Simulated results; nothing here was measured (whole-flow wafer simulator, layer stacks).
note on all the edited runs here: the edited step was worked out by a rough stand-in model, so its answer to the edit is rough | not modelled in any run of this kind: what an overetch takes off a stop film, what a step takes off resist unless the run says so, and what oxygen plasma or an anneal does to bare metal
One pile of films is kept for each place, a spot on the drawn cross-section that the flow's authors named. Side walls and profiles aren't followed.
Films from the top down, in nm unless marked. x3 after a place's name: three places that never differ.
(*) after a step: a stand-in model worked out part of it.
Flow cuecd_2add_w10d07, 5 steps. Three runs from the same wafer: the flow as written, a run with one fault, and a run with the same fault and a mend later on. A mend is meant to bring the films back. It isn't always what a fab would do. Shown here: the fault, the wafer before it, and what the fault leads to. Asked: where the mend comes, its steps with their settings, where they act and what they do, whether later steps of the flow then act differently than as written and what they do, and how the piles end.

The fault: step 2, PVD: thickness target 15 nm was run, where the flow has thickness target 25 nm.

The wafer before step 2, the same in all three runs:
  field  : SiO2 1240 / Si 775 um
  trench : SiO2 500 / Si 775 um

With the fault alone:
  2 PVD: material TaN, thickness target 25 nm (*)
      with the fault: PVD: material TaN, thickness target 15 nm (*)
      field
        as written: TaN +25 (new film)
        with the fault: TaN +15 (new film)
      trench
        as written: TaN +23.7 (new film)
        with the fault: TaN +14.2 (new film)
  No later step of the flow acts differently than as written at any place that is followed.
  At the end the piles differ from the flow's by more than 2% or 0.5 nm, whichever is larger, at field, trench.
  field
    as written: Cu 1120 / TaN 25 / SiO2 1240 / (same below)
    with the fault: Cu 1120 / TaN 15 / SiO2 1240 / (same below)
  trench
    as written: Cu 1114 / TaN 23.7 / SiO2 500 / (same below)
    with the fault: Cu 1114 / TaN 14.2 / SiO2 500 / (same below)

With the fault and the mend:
  The mend comes after step 2.
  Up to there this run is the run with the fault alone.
  2a PVD: material TaN, thickness target 10 nm (*) (the flow's step 2 once more, with other settings)
      field
        TaN +10
      trench
        TaN +9.46
  No later step of the flow acts differently than as written at any place that is followed.
  At the end the piles are the same as the flow's at every place that both follow.
